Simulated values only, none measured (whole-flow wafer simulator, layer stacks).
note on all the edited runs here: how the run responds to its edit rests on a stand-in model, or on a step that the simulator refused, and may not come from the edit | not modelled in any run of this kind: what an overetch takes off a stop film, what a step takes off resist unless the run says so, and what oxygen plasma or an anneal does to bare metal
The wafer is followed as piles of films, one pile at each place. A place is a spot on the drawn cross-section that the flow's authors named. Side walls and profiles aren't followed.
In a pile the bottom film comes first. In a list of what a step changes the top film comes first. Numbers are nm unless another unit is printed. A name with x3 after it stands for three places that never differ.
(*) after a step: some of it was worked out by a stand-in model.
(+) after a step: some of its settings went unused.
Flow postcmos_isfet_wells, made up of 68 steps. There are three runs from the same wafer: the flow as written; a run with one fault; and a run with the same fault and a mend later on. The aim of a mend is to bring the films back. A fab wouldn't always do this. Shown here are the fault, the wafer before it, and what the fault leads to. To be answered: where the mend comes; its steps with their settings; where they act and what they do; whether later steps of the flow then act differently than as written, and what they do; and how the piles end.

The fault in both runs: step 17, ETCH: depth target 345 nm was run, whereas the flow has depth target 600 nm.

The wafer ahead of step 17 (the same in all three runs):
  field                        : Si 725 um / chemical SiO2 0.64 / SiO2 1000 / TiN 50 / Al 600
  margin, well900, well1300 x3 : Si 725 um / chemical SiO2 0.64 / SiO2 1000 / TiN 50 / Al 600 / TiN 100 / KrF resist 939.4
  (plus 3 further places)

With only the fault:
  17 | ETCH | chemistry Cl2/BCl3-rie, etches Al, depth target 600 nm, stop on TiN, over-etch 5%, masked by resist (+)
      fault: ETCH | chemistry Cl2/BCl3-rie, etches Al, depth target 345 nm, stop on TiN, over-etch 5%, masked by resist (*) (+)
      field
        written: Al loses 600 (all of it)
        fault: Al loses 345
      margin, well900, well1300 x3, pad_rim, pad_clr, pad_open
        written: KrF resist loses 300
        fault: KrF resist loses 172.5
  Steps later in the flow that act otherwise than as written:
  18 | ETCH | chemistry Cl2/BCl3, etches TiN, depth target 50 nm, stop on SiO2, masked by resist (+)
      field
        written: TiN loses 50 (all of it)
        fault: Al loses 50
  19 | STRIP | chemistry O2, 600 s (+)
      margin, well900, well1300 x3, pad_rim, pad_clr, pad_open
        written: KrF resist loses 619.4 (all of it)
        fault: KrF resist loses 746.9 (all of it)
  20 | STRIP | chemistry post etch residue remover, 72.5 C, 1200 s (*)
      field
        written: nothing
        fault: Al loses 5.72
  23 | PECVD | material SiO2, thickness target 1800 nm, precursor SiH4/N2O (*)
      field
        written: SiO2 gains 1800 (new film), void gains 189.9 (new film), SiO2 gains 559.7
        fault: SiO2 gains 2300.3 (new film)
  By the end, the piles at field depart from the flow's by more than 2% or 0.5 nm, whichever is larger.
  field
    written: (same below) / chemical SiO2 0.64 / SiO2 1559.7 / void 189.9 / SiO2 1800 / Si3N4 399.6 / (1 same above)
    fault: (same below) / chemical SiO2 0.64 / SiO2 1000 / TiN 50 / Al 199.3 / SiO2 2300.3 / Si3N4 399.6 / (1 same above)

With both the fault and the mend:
  The mend follows step 17.
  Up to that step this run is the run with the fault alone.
  17a | ETCH | chemistry Cl2/BCl3-rie, etches Al, depth target 255 nm, stop on TiN, over-etch 5%, masked by resist (the flow's step 17 again, with other settings)
      margin, well900, well1300 x3, pad_rim, pad_clr, pad_open
        KrF resist loses 127.5
      field
        Al loses 255 (all of it)
  Later steps of the flow that are run all act as written at every place that is followed.
  At every place that both follow, the piles at the end match the flow's.
